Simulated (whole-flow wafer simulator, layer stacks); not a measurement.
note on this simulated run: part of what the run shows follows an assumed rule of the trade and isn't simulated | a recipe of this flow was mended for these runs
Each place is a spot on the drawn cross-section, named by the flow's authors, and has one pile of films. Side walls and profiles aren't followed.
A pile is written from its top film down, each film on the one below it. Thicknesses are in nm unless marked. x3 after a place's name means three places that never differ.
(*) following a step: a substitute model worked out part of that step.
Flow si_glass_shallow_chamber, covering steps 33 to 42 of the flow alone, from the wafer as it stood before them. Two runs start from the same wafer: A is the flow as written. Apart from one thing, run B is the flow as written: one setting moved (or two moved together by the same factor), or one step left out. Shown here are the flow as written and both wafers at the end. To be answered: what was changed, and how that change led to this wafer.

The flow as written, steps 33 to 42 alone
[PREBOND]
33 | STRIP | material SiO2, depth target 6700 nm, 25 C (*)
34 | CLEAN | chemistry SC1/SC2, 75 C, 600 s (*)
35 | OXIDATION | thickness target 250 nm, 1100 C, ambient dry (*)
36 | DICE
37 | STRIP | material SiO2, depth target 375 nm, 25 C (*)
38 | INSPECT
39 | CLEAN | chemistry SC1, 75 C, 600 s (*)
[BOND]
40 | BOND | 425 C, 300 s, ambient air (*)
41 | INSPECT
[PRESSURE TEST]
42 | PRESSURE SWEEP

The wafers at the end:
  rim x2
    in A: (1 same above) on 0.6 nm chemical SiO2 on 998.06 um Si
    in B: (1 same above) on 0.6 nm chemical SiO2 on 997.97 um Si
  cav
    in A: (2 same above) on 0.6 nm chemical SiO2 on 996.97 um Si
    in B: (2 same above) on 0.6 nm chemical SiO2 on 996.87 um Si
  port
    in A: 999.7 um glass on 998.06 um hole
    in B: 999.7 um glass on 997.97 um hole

Cause: step 35, OXIDATION: thickness target 475 nm was run, while the flow as written has thickness target 250 nm.

How this came from the change, step by step:
  35 | OXIDATION | thickness target 250 nm, 1100 C, ambient dry (*)
      rim x2, cav, septum, ring: A SiO2 gains 250 (new film), chemical SiO2 loses 0.6 (all of it), Si loses 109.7 | B SiO2 gains 475 (new film), chemical SiO2 loses 0.6 (all of it), Si loses 208.7
  37 | STRIP | material SiO2, depth target 375 nm, 25 C (*)
      rim x2, cav, septum, ring: A SiO2 loses 250 (all of it) | B SiO2 loses 475 (all of it)
  40 | BOND | 425 C, 300 s, ambient air (*)
      port: A glass gains 999.7 um (new film), hole gains 1017.3 | B glass gains 999.7 um (new film), hole gains 918.3
